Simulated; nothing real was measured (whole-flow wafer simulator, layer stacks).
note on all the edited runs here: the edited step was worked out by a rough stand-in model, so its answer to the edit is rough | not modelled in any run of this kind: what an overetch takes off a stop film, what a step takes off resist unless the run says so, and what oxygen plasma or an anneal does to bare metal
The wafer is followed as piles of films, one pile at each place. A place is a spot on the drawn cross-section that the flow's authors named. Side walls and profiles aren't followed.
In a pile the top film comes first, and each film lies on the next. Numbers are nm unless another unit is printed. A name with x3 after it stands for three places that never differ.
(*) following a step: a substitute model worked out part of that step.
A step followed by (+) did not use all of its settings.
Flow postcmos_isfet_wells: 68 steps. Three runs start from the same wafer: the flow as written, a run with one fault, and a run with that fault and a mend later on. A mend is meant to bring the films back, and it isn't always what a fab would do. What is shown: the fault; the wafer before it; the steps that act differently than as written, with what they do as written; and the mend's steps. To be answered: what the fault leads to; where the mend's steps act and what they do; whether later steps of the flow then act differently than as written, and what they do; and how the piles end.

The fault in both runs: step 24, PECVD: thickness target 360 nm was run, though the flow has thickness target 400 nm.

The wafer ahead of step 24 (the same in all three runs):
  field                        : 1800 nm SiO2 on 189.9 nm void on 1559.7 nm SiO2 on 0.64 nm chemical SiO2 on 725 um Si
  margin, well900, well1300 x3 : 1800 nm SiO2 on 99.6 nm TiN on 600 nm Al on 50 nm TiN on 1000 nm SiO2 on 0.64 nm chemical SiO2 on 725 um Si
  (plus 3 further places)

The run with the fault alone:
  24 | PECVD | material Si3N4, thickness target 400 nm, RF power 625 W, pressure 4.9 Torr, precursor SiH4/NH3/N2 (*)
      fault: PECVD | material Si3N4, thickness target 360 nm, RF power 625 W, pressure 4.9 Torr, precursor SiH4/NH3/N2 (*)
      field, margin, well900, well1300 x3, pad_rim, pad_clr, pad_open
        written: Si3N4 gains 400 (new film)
        fault: Si3N4 gains 360 (new film)
  Steps further on in the flow that do not act as written (7 more steps, not shown, differ only slightly: by at most 2% or 0.5 nm, whichever is larger):
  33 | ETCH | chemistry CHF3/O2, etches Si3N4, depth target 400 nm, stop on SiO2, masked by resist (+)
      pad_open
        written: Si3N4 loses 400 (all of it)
        fault: Si3N4 loses 360 (all of it)
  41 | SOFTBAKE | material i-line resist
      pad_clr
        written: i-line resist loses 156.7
        fault: i-line resist loses 152.7
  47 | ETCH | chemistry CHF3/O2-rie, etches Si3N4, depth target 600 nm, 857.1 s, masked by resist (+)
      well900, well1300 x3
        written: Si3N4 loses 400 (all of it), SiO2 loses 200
        fault: Si3N4 loses 360 (all of it), SiO2 loses 240
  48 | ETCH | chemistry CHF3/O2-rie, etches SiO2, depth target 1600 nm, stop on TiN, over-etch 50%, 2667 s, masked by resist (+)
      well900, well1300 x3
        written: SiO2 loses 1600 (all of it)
        fault: SiO2 loses 1560 (all of it)
  At field, margin, pad_rim, pad_clr, the piles at the end differ from the flow's by more than 2% or 0.5 nm, whichever is larger.
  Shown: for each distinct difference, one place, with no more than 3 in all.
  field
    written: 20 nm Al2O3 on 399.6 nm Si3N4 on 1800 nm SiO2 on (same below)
    fault: 20 nm Al2O3 on 359.6 nm Si3N4 on 1800 nm SiO2 on (same below)
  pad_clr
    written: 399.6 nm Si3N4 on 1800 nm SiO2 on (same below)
    fault: 359.6 nm Si3N4 on 1800 nm SiO2 on (same below)

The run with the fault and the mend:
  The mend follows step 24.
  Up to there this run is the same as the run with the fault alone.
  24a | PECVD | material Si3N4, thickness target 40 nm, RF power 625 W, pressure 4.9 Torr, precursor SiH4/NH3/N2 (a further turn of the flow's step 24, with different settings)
      field, margin, well900, well1300 x3, pad_rim, pad_clr, pad_open
        Si3N4 gains 40
  Later steps of the flow that are run all act as written at every place that is followed.
  At every place that both follow, the piles at the end match the flow's.
